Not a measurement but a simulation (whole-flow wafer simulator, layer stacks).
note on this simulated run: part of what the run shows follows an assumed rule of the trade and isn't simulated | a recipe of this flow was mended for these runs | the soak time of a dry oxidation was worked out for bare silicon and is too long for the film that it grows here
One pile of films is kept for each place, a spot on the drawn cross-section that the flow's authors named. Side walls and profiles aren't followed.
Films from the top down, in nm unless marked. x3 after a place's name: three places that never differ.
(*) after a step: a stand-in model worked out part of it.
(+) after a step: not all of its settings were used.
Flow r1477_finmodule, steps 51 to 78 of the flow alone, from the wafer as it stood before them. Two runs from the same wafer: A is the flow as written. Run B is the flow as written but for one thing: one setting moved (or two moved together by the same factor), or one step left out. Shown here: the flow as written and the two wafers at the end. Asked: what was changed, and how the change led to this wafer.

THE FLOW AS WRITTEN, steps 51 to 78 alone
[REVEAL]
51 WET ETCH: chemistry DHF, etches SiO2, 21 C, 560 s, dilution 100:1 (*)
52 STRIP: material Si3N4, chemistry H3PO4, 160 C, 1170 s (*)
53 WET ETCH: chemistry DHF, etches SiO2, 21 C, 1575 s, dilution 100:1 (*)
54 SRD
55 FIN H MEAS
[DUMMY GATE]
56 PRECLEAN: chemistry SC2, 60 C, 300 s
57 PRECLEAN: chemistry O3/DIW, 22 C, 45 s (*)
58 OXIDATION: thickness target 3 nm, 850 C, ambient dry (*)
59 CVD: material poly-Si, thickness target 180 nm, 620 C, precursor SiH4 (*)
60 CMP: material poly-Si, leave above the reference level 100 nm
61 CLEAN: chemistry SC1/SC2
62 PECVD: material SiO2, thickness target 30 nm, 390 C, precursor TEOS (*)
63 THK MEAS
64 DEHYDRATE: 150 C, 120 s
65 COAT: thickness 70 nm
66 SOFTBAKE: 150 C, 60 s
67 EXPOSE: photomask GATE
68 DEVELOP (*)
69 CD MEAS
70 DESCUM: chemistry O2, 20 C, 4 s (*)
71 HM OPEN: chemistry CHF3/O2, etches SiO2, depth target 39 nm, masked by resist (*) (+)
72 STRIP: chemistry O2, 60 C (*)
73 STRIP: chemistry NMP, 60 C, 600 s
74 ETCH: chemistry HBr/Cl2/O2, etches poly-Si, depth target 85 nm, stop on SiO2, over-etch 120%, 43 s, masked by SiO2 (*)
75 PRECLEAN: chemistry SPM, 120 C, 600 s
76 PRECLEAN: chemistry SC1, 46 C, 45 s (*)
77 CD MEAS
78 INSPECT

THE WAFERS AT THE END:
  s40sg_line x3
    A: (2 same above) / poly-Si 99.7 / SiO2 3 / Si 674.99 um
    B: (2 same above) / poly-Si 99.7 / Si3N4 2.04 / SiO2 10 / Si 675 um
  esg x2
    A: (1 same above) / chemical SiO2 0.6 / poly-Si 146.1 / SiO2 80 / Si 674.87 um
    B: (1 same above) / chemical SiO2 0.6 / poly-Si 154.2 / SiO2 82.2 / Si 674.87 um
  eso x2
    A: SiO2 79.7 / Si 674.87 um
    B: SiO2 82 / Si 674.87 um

The cause: step 52, STRIP: 555.8 s was run, where the flow has 1170 s.

How the change led to this, step by step:
  52 STRIP: material Si3N4, chemistry H3PO4, 160 C, 1170 s (*)
      s40sg_line x3, s40so_line x3: A Si3N4 -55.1 (all of it), SiO2 -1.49 | B Si3N4 -48.7
      pad, padg, esg x2 and 18 more: A SiO2 -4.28 | B SiO2 -2.03
      (and at 8 more places)
  53 WET ETCH: chemistry DHF, etches SiO2, 21 C, 1575 s, dilution 100:1 (*)
      s40sg_line x3, s40so_line x3: A SiO2 -8.51 (all of it) | B Si3N4 -4.28
      elg x4, elo x4: A SiO2 -7.85 (all of it) | B SiO2 -9.54 (all of it)
  57 PRECLEAN: chemistry O3/DIW, 22 C, 45 s (*)
      s40sg_line x3, s40so_line x3: A chemical SiO2 +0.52, Si -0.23 | B nothing
  58 OXIDATION: thickness target 3 nm, 850 C, ambient dry (*)
      s40sg_line x3, s40so_line x3: A SiO2 +3 (new film), chemical SiO2 -0.85 (all of it), Si -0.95 | B nothing
  59 CVD: material poly-Si, thickness target 180 nm, 620 C, precursor SiH4 (*)
      s40cg x3, s40sg x3, s40co x3, s40so x3: A poly-Si +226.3 (new film) | B poly-Si +234.4 (new film)
  60 CMP: material poly-Si, leave above the reference level 100 nm
      elg x4, esg x2, e100sg, elo x4, eso x2, e100so: A poly-Si -80 | B poly-Si -69.6
      pad, padg: A poly-Si -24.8 | B poly-Si -16.6
      (and at 2 more places)
  74 ETCH: chemistry HBr/Cl2/O2, etches poly-Si, depth target 85 nm, stop on SiO2, over-etch 120%, 43 s, masked by SiO2 (*)
      s40so_line x3: A chemical SiO2 -1.12 (all of it), poly-Si -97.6 (all of it), SiO2 -0.45 | B chemical SiO2 -1.12 (all of it), poly-Si -97.6 (all of it), Si3N4 -2.04 (all of it), SiO2 -3.45
      eso x2, e100so, e200so, s40so x3: A chemical SiO2 -1.12 (all of it), poly-Si -143.9 (all of it), SiO2 -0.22 | B chemical SiO2 -1.12 (all of it), poly-Si -152 (all of it), SiO2 -0.18
      (and at 8 more places)
